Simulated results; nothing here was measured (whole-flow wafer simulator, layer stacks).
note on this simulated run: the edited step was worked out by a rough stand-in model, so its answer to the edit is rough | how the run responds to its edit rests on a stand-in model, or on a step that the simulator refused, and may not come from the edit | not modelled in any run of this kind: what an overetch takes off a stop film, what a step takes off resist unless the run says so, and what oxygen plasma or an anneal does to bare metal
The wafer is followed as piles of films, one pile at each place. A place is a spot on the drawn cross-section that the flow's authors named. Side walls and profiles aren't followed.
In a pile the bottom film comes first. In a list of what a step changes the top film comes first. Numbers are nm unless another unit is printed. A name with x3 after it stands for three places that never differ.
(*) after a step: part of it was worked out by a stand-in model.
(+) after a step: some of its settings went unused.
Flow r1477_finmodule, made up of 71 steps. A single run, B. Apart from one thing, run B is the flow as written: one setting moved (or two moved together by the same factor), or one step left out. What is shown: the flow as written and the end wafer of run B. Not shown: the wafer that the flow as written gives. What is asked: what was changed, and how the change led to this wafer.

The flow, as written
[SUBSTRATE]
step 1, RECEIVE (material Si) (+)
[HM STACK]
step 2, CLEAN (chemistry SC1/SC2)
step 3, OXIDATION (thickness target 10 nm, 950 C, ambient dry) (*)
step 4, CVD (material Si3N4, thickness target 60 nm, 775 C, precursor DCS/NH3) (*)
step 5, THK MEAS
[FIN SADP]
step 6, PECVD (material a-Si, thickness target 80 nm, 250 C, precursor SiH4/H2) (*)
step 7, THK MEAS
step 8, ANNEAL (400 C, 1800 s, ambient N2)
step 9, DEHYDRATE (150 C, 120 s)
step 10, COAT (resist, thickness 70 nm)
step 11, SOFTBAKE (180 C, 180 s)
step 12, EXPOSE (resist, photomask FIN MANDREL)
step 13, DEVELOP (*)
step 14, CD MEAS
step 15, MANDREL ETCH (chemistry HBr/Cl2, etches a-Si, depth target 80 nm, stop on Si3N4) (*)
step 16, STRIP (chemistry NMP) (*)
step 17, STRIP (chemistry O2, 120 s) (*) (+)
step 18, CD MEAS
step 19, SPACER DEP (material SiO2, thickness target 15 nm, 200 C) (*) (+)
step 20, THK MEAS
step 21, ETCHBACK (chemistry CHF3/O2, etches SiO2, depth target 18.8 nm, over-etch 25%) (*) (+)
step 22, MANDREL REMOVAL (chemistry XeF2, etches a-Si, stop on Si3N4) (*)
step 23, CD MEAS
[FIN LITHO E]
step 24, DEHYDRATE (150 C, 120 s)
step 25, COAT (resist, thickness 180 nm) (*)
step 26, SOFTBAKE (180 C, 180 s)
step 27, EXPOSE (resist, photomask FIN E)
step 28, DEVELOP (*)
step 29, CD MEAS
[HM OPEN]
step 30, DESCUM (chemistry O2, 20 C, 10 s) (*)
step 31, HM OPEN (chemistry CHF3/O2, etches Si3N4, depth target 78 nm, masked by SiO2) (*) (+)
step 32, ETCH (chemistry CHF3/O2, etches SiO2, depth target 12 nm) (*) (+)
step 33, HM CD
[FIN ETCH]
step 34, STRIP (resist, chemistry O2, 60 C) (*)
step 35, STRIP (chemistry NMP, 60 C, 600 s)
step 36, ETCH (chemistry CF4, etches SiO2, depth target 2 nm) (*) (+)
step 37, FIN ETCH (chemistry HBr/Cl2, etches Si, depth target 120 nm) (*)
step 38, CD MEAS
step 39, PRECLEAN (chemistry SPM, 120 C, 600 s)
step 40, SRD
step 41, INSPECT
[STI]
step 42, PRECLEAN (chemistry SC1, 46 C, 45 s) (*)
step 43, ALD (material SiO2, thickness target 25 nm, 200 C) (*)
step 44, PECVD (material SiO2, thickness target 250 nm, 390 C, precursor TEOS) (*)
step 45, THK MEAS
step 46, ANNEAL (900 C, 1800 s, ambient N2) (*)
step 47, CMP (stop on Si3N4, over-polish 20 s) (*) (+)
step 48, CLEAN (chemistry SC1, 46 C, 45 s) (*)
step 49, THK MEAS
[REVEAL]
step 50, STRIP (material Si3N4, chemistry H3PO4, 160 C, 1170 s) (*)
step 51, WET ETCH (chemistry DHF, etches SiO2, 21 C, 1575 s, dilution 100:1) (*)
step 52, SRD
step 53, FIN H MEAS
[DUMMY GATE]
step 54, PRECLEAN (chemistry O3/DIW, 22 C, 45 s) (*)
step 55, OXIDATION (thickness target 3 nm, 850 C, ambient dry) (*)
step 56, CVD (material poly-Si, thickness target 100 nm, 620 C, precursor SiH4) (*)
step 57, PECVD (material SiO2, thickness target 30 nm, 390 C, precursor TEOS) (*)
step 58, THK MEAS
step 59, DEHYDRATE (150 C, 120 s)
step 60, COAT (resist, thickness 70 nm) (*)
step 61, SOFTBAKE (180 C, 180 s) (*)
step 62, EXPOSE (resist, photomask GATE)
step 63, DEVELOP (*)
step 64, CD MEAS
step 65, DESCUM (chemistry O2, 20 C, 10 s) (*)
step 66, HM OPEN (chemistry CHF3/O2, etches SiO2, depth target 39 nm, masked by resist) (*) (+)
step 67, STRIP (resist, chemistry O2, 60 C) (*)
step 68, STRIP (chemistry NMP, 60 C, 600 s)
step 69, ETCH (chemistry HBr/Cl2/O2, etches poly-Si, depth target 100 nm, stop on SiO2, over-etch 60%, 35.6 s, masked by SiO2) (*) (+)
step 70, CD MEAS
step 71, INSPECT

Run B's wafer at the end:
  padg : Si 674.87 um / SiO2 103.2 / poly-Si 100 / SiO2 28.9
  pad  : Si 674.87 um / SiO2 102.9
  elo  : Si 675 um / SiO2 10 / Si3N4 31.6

The reason: step 57, PECVD: thickness target 34.2 nm was run, whereas the flow has thickness target 30 nm.

The path from the change to this, step by step:
  step 57, PECVD (material SiO2, thickness target 30 nm, 390 C, precursor TEOS) (*)
      pad, padg, elg and 33 more: SiO2 gains 34.2 (new film) (in the flow as written it would be: SiO2 gains 30 (new film))
  step 66, HM OPEN (chemistry CHF3/O2, etches SiO2, depth target 39 nm, masked by resist) (*) (+)
      pad, elo, eso and 15 more: SiO2 loses 34.2 (all of it), poly-Si loses 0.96 (in the flow as written it would be: SiO2 loses 30 (all of it), poly-Si loses 1.8)
